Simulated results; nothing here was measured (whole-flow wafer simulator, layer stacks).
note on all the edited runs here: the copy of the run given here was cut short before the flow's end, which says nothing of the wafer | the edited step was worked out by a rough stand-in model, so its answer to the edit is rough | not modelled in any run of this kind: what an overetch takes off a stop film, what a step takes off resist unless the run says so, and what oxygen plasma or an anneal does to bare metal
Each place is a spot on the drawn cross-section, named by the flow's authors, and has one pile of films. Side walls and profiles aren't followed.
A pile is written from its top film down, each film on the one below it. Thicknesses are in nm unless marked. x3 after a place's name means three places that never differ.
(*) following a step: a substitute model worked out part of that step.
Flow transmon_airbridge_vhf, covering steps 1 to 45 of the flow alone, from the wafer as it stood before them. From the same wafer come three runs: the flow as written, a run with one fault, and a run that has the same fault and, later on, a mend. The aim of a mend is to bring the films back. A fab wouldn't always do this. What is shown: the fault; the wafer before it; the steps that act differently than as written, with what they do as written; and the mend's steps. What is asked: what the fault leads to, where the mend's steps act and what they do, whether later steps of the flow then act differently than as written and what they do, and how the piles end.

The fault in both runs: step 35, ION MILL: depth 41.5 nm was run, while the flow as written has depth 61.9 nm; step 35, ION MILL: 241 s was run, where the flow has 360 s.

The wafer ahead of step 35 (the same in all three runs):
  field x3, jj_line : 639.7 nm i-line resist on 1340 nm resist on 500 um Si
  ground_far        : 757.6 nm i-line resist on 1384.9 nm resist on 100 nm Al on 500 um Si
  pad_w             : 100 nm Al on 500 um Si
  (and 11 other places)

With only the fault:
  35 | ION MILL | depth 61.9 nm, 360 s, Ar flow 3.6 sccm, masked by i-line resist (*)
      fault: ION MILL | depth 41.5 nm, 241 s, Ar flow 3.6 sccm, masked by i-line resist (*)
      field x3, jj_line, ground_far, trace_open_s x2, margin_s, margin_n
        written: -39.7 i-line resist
        fault: -26.6 i-line resist
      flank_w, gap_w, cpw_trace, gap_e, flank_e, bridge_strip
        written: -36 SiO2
        fault: -24.1 SiO2
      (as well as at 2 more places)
  Steps later in the flow that act otherwise than as written (not shown: 3 more steps that differ only slightly, by at most 2% or 0.5 nm, whichever is larger):
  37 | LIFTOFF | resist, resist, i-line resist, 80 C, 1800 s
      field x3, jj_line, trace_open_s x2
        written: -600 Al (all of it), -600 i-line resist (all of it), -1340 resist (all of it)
        fault: -600 Al (all of it), -613.1 i-line resist (all of it), -1340 resist (all of it)
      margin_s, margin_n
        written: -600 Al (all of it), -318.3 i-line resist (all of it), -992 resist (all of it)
        fault: -600 Al (all of it), -331.4 i-line resist (all of it), -992 resist (all of it)
  By the end, the piles at pad_w, pad_e depart from the flow's by more than 2% or 0.5 nm, whichever is larger.
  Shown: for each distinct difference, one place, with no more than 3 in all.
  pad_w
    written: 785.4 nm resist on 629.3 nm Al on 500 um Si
    fault: 782.1 nm resist on 649.9 nm Al on 500 um Si

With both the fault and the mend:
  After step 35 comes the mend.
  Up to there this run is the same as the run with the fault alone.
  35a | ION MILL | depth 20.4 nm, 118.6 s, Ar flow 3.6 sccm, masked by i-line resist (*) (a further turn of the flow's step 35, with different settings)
      field x3, jj_line, ground_far, trace_open_s x2, margin_s, margin_n
        -13.1 i-line resist
      flank_w, gap_w, cpw_trace, gap_e, flank_e, bridge_strip
        -11.9 SiO2
      pad_w, pad_e
        -20.4 Al
  Later steps of the flow that are run all act as written at every place that is followed, up to a difference of at most 2% or 0.5 nm, whichever is larger.
  When the end is reached, the piles differ only a little from the flow's at the places that both follow, at most by 2% or 0.5 nm, whichever is larger.
